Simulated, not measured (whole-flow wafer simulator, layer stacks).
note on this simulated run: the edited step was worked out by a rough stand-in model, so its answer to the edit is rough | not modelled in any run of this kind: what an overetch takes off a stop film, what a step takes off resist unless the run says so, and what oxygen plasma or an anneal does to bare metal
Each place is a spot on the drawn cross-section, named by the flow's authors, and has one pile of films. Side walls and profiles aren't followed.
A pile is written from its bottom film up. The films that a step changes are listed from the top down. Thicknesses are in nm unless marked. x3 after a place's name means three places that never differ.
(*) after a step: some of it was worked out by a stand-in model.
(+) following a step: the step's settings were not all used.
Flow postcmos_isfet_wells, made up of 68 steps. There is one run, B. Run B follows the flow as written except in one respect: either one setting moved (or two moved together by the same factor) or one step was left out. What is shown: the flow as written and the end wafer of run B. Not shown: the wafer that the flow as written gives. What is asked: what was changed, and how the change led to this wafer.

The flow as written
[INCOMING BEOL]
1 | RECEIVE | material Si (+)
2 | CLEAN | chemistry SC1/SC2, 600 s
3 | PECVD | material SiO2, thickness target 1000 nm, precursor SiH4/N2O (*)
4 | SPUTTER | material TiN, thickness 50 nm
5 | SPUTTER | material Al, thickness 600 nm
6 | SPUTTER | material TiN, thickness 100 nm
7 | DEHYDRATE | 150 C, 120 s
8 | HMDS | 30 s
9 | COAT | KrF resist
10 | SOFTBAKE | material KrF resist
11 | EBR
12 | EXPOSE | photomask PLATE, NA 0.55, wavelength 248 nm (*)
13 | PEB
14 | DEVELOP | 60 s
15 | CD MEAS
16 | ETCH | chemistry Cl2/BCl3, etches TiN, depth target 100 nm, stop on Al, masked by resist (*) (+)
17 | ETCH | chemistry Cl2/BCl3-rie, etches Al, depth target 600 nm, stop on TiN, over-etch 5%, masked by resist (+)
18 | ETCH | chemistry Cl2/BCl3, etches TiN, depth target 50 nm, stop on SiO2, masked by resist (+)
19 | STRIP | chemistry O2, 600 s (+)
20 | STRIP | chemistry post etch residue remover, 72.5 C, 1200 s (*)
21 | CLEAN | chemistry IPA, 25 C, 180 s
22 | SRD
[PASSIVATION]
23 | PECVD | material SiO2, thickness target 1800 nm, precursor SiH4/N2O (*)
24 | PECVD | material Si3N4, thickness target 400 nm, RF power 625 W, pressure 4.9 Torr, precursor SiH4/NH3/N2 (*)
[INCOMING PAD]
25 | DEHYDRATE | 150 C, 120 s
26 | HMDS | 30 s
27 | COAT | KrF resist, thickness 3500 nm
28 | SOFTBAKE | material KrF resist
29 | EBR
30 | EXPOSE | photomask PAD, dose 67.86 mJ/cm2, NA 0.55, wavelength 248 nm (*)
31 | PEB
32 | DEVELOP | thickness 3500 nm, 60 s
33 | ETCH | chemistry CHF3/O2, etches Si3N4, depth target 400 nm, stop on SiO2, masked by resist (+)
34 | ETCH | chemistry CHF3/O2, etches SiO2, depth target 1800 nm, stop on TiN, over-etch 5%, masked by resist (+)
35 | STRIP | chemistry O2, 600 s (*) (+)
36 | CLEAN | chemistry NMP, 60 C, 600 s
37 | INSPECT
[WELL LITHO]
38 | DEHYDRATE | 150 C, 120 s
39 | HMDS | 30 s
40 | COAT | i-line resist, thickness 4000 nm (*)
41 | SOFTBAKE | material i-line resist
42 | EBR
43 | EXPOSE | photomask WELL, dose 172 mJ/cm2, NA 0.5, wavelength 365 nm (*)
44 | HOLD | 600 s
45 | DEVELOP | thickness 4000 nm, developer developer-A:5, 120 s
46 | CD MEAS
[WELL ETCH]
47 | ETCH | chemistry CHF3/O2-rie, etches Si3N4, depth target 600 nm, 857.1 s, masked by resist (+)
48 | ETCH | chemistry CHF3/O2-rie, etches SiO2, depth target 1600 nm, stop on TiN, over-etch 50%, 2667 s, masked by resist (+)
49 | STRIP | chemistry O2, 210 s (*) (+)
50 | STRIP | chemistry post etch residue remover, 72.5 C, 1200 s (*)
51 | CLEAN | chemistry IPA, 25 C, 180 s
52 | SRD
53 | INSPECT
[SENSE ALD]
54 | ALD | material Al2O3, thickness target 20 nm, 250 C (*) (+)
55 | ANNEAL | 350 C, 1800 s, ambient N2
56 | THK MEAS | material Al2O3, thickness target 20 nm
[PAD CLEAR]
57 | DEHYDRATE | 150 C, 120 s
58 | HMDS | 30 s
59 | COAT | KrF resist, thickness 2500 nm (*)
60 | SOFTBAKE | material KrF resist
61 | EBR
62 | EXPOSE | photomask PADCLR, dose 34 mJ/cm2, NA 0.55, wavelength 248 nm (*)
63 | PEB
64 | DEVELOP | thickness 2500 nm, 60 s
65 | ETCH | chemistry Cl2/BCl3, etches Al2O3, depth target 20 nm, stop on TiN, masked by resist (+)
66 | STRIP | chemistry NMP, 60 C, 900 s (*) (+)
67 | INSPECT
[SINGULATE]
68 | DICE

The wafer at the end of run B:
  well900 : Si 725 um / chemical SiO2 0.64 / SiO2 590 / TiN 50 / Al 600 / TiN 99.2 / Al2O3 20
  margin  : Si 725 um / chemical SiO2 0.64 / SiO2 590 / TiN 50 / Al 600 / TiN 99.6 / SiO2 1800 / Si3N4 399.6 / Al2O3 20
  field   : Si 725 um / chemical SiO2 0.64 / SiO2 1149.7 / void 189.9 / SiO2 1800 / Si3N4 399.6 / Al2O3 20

Cause: step 3, PECVD: thickness target 590 nm was run, while the flow as written has thickness target 1000 nm.
One can read it off the wafer: well900 has SiO2 590, and step 3 as written asks for 1000 nm.

How this came from the change, step by step:
  3 | PECVD | material SiO2, thickness target 1000 nm, precursor SiH4/N2O (*)
      field, margin, well900, well1300 x3, pad_rim, pad_clr, pad_open: +590 SiO2 (new film) (in the flow as written it would be: +1000 SiO2 (new film))
